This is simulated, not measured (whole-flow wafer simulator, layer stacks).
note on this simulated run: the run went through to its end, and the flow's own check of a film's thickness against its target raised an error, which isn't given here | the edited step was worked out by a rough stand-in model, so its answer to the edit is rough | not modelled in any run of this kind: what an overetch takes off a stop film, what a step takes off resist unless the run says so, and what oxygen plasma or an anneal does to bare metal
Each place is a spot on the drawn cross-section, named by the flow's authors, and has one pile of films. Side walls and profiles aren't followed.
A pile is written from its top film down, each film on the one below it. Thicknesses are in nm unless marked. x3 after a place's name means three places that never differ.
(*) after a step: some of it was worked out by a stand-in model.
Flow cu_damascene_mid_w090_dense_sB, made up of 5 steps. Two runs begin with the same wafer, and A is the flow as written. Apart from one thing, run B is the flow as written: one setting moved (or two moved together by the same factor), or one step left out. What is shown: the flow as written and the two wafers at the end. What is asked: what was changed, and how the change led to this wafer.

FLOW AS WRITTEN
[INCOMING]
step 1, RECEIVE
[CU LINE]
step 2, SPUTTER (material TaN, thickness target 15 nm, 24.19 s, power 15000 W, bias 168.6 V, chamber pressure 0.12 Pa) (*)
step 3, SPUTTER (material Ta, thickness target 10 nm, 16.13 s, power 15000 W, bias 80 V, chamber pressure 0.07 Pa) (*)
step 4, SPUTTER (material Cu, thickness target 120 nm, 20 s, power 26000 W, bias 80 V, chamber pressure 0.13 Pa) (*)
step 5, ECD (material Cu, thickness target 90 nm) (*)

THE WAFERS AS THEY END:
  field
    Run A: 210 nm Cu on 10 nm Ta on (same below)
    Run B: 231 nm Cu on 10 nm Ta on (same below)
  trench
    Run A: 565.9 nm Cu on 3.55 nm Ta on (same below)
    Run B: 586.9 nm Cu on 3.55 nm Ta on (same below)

What caused this: step 4, SPUTTER: thickness target 141 nm was run, though the flow has thickness target 120 nm; step 4, SPUTTER: 23.5 s was run, where the flow has 20 s.

How this came from the change, step by step:
  step 4, SPUTTER (material Cu, thickness target 120 nm, 20 s, power 26000 W, bias 80 V, chamber pressure 0.13 Pa) (*)
      field: A +120 Cu (new film) | B +141 Cu (new film)
      trench: A +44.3 Cu (new film) | B +52.1 Cu (new film)
  step 5, ECD (material Cu, thickness target 90 nm) (*)
      trench: A +521.6 Cu | B +534.8 Cu
